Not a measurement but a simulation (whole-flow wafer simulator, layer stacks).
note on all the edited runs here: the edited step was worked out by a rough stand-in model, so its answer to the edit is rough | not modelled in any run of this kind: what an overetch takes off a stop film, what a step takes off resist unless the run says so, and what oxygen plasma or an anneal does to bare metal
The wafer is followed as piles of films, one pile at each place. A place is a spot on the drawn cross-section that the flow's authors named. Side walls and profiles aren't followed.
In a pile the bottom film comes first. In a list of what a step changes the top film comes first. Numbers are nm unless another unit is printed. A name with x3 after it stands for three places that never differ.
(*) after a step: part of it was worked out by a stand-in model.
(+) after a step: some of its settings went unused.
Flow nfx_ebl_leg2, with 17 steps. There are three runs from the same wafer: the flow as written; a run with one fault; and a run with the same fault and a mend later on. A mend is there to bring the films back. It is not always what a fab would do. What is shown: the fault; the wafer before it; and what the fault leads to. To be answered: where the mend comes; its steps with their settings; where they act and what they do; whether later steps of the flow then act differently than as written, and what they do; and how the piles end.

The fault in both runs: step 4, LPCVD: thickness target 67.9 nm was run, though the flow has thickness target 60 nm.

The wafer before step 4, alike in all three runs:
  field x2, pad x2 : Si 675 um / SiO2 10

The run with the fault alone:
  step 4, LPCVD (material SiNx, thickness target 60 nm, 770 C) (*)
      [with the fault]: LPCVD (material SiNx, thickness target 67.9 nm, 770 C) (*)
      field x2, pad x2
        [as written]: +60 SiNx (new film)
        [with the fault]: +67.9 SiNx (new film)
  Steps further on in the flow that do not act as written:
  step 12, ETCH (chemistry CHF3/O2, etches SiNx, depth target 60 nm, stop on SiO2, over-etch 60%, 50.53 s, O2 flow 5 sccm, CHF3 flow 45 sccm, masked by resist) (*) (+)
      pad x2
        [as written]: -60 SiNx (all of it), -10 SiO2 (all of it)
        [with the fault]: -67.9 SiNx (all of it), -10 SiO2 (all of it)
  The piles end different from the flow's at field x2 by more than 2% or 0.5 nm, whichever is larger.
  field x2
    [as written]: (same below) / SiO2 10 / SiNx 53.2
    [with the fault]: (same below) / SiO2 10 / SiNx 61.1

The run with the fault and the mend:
  The mend stands after step 5.
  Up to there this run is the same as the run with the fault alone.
  step 5a, ETCH (chemistry h3po4, depth target 78.08 nm)
      field x2, pad x2
        -67.9 SiNx (all of it)
  step 5b, CLEAN (chemistry SC1/SC2) (the flow's step 2 again)
      leaves every film unchanged at each place that is followed
  step 5c, LPCVD (material SiNx, thickness target 60 nm, 770 C) (*) (the flow's step 4 again)
      field x2, pad x2
        +60 SiNx (new film)
  None of the later steps of the flow acts differently than as written at any place that is followed.
  The piles end the same as the flow's at every place that both follow.
